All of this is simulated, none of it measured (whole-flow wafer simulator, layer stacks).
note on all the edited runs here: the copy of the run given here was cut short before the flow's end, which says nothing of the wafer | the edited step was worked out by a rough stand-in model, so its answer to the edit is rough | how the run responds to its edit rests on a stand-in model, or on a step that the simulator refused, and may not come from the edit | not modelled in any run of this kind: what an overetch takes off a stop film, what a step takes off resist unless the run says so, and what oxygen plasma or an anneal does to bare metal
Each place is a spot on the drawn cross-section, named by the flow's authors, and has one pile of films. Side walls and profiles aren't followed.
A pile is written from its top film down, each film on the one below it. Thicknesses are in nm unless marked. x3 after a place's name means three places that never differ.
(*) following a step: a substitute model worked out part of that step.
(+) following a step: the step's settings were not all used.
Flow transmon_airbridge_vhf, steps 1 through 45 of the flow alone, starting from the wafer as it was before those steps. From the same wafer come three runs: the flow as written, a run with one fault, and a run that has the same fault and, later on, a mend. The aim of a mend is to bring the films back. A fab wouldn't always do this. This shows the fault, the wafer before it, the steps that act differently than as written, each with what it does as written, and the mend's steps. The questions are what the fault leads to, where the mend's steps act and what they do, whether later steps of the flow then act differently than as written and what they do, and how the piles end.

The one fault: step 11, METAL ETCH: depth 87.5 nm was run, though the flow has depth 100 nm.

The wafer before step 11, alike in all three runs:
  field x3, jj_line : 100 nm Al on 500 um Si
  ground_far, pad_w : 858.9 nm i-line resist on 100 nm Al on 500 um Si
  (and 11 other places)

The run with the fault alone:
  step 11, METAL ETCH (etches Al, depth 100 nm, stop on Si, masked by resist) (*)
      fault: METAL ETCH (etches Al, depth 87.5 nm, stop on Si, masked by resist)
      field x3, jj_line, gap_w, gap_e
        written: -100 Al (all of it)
        fault: -87.5 Al
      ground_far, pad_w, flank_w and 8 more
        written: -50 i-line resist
        fault: -43.8 i-line resist
  Steps further on in the flow that do not act as written (20 other steps are not shown; they differ only slightly, by no more than 2% or 0.5 nm, whichever is larger):
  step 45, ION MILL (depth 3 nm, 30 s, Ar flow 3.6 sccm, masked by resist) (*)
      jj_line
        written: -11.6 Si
        fault: -12.5 Al (all of it), -4.59 Si
  At field x3, gap_w, gap_e, the piles at the end differ from the flow's by more than 2% or 0.5 nm, whichever is larger.
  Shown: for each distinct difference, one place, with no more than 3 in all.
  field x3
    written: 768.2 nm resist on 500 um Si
    fault: 768.2 nm resist on 12.5 nm Al on 500 um Si
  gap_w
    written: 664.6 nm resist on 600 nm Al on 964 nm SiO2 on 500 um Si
    fault: 661 nm resist on 600 nm Al on 964 nm SiO2 on 12.5 nm Al on 500 um Si

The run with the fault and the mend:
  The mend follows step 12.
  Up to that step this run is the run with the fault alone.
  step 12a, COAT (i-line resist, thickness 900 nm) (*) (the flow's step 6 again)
      field x3, jj_line, trace_open_s x2, margin_s, bridge_strip, margin_n
        +900 i-line resist (new film)
      pad_w, pad_e
        +889.2 i-line resist (new film)
      flank_w, flank_e
        +879.5 i-line resist (new film)
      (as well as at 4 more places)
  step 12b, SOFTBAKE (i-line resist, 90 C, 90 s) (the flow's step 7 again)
      flank_w, flank_e
        -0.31 i-line resist
      gap_w, gap_e
        +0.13 i-line resist
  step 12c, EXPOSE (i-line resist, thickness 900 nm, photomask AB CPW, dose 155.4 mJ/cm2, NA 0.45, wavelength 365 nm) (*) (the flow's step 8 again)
      alters no film at any place that is followed
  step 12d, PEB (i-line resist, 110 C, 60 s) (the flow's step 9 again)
      field x3, jj_line, trace_open_s x2, margin_s, bridge_strip, margin_n
        -41 i-line resist
      pad_w, pad_e
        -40.5 i-line resist
      flank_w, flank_e
        -40.1 i-line resist
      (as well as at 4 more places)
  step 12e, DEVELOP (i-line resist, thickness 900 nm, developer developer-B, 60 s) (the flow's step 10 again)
      cpw_trace, trace_open_s x2, margin_s, bridge_strip, margin_n
        -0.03 i-line resist
      field x3, jj_line
        -859 i-line resist (all of it)
      gap_w, gap_e
        -904.6 i-line resist (all of it)
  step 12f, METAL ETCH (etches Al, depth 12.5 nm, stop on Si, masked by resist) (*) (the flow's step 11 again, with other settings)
      ground_far, pad_w, flank_w and 8 more
        -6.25 i-line resist
      field x3, jj_line, gap_w, gap_e
        -12.5 Al (all of it)
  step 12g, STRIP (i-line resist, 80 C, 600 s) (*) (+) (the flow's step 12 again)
      trace_open_s x2, margin_s, bridge_strip, margin_n
        -852.7 i-line resist (all of it)
      pad_w, pad_e
        -842.4 i-line resist (all of it)
      flank_w, flank_e
        -832.8 i-line resist (all of it)
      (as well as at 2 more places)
  Every later step of the flow that is run acts as written at every place that is followed.
  The piles end the same as the flow's at every place that both follow.
